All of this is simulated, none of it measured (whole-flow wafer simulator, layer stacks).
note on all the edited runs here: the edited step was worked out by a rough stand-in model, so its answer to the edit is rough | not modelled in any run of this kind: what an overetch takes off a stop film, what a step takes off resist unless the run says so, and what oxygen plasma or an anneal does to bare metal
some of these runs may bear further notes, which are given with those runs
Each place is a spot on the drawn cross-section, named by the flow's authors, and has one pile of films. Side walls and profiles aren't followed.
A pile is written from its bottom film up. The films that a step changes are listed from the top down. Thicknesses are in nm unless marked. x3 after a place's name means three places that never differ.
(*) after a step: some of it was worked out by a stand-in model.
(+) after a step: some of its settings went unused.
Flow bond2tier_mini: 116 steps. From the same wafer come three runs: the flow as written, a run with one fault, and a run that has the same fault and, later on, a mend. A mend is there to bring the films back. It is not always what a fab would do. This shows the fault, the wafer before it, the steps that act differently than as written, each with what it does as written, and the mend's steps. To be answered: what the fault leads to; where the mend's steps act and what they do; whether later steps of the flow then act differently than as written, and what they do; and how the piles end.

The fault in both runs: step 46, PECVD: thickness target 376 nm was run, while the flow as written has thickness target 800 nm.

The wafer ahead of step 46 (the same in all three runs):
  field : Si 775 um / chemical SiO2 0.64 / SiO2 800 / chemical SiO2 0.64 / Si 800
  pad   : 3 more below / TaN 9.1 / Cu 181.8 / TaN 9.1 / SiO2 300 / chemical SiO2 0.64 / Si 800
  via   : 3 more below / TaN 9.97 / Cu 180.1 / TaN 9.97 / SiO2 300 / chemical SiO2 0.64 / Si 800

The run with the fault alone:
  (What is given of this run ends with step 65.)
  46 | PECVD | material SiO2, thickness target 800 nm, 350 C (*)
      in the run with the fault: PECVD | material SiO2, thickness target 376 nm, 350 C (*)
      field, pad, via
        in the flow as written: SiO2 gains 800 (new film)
        in the run with the fault: SiO2 gains 376 (new film)
  Steps further on in the flow that do not act as written (not shown: 1 more step that differs only slightly, by at most 2% or 0.5 nm, whichever is larger):
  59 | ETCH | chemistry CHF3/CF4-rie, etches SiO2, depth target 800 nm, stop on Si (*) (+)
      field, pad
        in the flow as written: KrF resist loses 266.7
        in the run with the fault: KrF resist loses 169.5
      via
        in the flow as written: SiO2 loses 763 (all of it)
        in the run with the fault: SiO2 loses 339 (all of it)
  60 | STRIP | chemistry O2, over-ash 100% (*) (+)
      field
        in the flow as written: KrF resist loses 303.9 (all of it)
        in the run with the fault: KrF resist loses 401.1 (all of it)
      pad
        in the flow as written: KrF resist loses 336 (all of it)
        in the run with the fault: KrF resist loses 433.1 (all of it)
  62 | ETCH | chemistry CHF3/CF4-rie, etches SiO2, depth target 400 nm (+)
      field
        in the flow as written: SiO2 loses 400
        in the run with the fault: SiO2 loses 368 (all of it), Si loses 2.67
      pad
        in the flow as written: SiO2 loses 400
        in the run with the fault: SiO2 loses 331 (all of it), Si loses 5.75
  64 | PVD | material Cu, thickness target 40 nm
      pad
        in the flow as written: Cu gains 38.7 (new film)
        in the run with the fault: Cu gains 40 (new film)
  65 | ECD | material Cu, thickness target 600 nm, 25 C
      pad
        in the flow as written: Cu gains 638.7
        in the run with the fault: Cu gains 603.1
  After step 65, at field, pad, the piles differ from the flow's by more than 2% or 0.5 nm, whichever is larger.
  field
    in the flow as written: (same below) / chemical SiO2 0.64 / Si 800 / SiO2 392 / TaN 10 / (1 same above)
    in the run with the fault: (same below) / chemical SiO2 0.64 / Si 797.3 / TaN 10 / (1 same above)
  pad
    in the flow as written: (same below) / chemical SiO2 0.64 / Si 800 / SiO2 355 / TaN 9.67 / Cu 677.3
    in the run with the fault: (same below) / chemical SiO2 0.64 / Si 794.2 / TaN 10 / Cu 643.1

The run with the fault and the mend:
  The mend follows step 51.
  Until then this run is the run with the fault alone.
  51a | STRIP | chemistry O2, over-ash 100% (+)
      field
        KrF resist loses 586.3 (all of it)
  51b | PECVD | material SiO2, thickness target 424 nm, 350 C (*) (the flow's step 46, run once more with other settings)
      field, pad, via
        SiO2 gains 424
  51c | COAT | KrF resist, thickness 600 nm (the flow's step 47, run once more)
      field, pad, via
        KrF resist gains 600 (new film)
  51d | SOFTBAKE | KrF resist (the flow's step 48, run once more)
      alters no film at any place that is followed
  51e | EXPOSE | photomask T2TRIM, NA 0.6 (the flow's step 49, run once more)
      alters no film at any place that is followed
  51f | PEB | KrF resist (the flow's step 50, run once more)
      alters no film at any place that is followed
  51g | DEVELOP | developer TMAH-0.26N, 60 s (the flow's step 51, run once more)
      pad, via
        KrF resist loses 600 (all of it)
      field
        KrF resist loses 13.7
  None of the later steps of the flow acts differently than as written at any place that is followed.
  By the end, the piles equal the flow's at every place that both follow.
